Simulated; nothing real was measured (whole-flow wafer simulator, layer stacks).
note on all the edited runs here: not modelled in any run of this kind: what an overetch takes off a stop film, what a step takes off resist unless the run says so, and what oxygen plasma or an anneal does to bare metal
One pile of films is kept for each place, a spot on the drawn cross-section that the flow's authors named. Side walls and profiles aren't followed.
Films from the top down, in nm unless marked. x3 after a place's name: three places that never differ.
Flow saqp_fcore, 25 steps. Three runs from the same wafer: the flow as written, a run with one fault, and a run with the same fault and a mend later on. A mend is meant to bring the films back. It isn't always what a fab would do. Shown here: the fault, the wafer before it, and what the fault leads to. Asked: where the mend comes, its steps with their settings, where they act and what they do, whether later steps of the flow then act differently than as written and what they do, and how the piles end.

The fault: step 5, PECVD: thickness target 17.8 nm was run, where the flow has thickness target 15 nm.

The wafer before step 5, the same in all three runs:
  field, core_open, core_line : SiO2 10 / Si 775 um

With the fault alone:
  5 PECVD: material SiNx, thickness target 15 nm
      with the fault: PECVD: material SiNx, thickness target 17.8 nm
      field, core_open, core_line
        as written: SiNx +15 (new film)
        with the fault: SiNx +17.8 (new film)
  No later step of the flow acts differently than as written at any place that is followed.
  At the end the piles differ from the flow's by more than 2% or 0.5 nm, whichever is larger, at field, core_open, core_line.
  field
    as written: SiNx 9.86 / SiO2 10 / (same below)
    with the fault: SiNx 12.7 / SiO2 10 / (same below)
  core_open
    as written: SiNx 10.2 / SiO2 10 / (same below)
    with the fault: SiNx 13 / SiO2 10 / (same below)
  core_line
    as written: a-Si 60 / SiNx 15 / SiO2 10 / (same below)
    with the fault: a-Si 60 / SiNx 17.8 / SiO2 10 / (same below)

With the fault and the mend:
  The mend comes after step 5.
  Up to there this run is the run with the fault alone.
  5a ETCH: chemistry h3po4, depth target 2.8 nm
      field, core_open, core_line
        SiNx -2.8
  No later step of the flow acts differently than as written at any place that is followed.
  At the end the piles are the same as the flow's at every place that both follow.
